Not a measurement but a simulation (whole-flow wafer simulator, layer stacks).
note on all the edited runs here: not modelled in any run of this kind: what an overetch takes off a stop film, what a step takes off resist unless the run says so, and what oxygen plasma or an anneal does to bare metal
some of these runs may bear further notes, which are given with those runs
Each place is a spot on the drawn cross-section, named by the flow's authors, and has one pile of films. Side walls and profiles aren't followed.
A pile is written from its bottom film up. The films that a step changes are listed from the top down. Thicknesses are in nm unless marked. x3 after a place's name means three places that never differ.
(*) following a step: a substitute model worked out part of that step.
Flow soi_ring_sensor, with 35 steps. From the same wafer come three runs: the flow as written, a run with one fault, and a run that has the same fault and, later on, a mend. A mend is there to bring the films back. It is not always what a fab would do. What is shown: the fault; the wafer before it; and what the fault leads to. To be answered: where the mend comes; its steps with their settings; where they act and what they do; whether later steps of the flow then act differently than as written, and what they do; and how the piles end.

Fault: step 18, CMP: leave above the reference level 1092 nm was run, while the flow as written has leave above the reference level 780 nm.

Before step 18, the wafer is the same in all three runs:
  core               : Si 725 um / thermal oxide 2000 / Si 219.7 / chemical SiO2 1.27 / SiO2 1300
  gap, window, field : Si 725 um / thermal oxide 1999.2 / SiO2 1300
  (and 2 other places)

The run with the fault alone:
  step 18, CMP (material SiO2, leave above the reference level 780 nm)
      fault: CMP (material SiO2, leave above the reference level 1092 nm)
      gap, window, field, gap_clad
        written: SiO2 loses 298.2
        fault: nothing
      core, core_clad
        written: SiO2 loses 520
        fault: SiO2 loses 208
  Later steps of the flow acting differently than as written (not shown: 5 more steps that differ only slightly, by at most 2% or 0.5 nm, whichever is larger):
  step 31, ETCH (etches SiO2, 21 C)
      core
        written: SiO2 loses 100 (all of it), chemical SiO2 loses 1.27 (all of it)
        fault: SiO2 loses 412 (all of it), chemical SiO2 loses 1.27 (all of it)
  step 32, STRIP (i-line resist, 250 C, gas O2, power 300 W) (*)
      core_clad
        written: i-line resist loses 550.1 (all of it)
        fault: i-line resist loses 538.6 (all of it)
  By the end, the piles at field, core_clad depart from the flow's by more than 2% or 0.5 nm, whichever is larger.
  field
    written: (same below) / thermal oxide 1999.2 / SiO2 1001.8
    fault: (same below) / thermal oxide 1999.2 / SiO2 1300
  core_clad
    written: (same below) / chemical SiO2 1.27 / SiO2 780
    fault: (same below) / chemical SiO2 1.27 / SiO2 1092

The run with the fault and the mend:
  After step 27 comes the mend.
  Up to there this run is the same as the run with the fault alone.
  step 27a, STRIP (i-line resist, 250 C, gas O2, power 300 W) (*)
      field
        i-line resist loses 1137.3 (all of it)
      core_clad
        i-line resist loses 1125.6 (all of it)
      gap_clad
        i-line resist loses 1138.7 (all of it)
  step 27b, CMP (material SiO2, leave above the reference level 780 nm) (the flow's step 18 again)
      gap, window, field, gap_clad
        SiO2 loses 298.2
      core, core_clad
        SiO2 loses 312
  step 27c, HMDS (120 C, 60 s) (the flow's step 21 again)
      leaves every film unchanged at each place that is followed
  step 27d, COAT (i-line resist, thickness 1200 nm) (the flow's step 22 again)
      core, gap, window, field, core_clad, gap_clad
        i-line resist gains 1200 (new film)
  step 27e, SOFTBAKE (i-line resist) (the flow's step 23 again)
      leaves every film unchanged at each place that is followed
  step 27f, EXPOSE (photomask WINDOW, dose 101 mJ/cm2, NA 0.5, wavelength 365 nm) (*) (the flow's step 24 again)
      leaves every film unchanged at each place that is followed
  step 27g, PEB (i-line resist) (the flow's step 25 again)
      core, gap, window, field, core_clad, gap_clad
        i-line resist loses 62.8
  step 27h, DEVELOP (i-line resist, thickness 1200 nm, 90 s) (the flow's step 26 again)
      core, gap, window
        i-line resist loses 1137.2 (all of it)
      field, core_clad, gap_clad
        i-line resist loses 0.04
  None of the later steps of the flow acts differently than as written at any place that is followed.
  The piles end the same as the flow's at every place that both follow.
